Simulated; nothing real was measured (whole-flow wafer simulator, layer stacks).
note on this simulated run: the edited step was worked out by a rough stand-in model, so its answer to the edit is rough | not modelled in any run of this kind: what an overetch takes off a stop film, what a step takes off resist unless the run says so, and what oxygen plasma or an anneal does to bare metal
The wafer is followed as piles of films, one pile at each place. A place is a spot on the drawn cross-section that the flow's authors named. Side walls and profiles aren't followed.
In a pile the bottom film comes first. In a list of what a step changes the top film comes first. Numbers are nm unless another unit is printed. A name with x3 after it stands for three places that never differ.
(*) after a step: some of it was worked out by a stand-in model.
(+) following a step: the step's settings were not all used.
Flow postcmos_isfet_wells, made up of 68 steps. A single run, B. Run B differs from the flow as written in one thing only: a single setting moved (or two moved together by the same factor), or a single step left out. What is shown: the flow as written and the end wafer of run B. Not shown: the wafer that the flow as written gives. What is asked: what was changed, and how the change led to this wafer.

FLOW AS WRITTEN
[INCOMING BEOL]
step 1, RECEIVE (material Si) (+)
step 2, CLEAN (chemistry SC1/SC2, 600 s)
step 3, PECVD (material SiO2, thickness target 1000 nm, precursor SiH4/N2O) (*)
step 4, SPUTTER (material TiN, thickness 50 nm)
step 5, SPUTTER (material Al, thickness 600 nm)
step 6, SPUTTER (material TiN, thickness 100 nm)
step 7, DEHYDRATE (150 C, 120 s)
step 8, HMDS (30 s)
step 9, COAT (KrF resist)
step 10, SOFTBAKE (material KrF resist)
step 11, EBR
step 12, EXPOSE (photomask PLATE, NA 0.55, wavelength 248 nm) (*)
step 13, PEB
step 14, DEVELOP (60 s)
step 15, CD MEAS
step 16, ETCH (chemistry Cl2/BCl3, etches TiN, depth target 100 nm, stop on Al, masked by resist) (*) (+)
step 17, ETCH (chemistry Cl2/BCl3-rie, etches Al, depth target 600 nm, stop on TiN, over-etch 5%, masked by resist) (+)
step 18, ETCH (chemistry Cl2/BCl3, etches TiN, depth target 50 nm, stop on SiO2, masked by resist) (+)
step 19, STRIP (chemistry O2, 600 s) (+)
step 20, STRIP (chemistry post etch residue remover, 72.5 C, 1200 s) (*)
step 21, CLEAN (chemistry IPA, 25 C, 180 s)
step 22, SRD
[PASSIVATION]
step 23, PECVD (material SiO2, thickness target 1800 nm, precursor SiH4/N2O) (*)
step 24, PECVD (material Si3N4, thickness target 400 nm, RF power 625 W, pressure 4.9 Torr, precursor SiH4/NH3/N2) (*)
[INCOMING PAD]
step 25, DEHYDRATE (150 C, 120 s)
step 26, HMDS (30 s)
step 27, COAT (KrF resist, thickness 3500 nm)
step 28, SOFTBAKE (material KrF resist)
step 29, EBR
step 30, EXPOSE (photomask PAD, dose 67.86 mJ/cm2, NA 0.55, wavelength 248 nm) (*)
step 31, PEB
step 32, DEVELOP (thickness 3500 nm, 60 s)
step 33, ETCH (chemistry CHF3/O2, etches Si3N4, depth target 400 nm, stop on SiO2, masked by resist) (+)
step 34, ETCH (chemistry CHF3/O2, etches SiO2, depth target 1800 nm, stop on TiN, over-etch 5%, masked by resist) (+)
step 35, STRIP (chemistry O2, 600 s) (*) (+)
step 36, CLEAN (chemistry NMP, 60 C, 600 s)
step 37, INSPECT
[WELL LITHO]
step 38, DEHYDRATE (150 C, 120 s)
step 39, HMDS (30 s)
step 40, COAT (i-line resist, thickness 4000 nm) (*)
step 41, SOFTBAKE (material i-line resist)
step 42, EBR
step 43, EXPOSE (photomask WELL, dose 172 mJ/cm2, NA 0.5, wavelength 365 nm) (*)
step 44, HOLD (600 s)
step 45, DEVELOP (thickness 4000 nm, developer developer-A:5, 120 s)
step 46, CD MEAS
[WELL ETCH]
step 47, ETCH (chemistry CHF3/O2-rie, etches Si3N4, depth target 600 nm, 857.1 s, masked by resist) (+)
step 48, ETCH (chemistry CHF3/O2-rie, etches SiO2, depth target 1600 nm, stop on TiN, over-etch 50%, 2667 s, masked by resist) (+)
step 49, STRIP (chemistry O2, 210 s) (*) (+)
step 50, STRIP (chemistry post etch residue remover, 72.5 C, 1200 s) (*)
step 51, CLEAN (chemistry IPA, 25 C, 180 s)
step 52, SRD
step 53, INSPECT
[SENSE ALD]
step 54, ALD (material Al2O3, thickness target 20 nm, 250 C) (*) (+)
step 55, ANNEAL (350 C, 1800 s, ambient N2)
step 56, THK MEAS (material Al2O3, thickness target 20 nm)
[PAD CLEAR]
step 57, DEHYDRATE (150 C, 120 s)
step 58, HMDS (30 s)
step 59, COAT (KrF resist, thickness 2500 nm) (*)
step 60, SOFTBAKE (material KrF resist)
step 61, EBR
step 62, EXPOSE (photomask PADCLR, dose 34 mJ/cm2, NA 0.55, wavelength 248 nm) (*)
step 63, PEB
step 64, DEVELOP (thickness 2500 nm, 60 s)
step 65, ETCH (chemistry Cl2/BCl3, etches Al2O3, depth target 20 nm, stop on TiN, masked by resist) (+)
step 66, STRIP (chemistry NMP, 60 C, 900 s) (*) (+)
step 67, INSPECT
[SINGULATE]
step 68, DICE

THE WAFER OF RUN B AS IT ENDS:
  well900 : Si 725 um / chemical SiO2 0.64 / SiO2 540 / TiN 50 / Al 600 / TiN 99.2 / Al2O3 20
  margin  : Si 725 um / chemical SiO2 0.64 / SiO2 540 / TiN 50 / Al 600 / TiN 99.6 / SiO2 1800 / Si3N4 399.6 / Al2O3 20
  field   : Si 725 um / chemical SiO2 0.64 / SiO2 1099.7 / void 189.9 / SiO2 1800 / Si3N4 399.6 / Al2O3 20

What caused this: step 3, PECVD: thickness target 540 nm was run, whereas the flow has thickness target 1000 nm.
The wafer itself shows it: well900 has SiO2 540, and step 3 as written asks for 1000 nm.

The path from the change to this, step by step:
  step 3, PECVD (material SiO2, thickness target 1000 nm, precursor SiH4/N2O) (*)
      field, margin, well900, well1300 x3, pad_rim, pad_clr, pad_open: SiO2 gains 540 (new film) (it would be, as written: SiO2 gains 1000 (new film))
